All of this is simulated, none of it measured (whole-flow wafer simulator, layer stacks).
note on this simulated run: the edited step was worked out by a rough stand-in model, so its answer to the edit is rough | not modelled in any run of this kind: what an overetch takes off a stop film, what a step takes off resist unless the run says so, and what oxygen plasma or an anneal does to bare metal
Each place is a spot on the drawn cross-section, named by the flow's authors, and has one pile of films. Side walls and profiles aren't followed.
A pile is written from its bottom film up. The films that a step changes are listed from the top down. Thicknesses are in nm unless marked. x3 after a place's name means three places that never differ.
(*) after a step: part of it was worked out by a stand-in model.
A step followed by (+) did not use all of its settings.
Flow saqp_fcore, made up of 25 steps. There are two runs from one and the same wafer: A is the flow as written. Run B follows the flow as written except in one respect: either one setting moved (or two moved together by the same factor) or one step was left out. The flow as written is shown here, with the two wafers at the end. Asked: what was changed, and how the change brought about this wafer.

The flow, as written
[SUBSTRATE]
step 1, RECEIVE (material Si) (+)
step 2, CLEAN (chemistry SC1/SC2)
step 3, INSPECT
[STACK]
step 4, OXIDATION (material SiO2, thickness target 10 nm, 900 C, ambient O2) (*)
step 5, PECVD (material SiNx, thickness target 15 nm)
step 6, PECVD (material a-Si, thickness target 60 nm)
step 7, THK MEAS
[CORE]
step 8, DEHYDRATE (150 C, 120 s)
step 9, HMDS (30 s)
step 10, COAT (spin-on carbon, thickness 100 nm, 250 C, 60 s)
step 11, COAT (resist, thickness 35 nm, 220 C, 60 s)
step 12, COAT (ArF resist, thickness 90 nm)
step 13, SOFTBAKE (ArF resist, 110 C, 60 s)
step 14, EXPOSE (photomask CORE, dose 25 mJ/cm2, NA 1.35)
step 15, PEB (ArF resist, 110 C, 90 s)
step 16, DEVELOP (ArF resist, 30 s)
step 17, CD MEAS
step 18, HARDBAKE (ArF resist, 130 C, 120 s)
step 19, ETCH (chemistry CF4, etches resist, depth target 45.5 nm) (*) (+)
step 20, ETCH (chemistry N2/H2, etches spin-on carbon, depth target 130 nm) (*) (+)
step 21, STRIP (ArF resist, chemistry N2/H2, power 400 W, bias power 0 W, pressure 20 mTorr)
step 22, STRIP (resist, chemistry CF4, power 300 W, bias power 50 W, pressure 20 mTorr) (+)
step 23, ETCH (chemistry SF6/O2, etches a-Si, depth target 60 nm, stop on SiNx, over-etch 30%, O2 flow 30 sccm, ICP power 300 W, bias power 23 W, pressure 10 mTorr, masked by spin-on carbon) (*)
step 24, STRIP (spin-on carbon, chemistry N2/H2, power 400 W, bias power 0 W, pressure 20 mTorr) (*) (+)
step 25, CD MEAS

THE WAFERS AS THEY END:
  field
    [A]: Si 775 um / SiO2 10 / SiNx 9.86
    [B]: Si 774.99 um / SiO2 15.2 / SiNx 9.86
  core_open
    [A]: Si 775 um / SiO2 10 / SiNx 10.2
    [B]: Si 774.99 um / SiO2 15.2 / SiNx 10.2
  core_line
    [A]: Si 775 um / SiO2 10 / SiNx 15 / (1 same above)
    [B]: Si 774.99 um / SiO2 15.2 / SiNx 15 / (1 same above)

The reason: step 4, OXIDATION: thickness target 15.2 nm was run, though the flow has thickness target 10 nm.
The wafer itself shows it: field has SiO2 15.2, and step 4 as written asks for 10 nm.

How this came from the change, step by step:
  step 4, OXIDATION (material SiO2, thickness target 10 nm, 900 C, ambient O2) (*)
      field, core_open, core_line: A +10 SiO2 (new film), -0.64 chemical SiO2 (all of it), -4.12 Si | B +15.2 SiO2 (new film), -0.64 chemical SiO2 (all of it), -6.4 Si
